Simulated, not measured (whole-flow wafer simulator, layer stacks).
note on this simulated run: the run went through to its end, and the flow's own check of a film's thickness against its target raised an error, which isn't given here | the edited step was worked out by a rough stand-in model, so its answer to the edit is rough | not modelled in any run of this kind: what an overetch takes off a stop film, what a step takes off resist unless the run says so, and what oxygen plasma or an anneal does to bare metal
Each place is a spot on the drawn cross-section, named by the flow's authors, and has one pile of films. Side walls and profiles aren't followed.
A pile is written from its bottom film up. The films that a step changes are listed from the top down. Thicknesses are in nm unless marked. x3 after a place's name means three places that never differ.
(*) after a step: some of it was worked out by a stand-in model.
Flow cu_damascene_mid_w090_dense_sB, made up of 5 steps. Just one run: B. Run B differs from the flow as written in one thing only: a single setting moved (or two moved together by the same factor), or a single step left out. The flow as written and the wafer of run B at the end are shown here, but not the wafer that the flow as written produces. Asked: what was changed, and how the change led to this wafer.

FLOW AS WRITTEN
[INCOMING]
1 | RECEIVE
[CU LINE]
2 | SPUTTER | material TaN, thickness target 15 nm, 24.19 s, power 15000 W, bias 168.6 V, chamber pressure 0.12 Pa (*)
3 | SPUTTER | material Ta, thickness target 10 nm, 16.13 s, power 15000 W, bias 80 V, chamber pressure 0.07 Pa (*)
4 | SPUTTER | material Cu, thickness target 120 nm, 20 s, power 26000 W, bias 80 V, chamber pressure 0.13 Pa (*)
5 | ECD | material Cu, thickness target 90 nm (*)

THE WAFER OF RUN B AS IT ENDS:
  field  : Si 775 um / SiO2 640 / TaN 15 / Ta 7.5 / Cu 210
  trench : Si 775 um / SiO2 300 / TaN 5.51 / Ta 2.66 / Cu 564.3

Cause: step 3, SPUTTER: thickness target 7.5 nm was run, while the flow as written has thickness target 10 nm; step 3, SPUTTER: 12.1 s was run, where the flow has 16.13 s.
One can read it off the wafer: field has Ta 7.5, and step 3 as written asks for 10 nm.

How this came from the change, step by step:
  3 | SPUTTER | material Ta, thickness target 10 nm, 16.13 s, power 15000 W, bias 80 V, chamber pressure 0.07 Pa (*)
      field: +7.5 Ta (new film) (as written it would have been: +10 Ta (new film))
      trench: +2.66 Ta (new film) (as written it would have been: +3.55 Ta (new film))
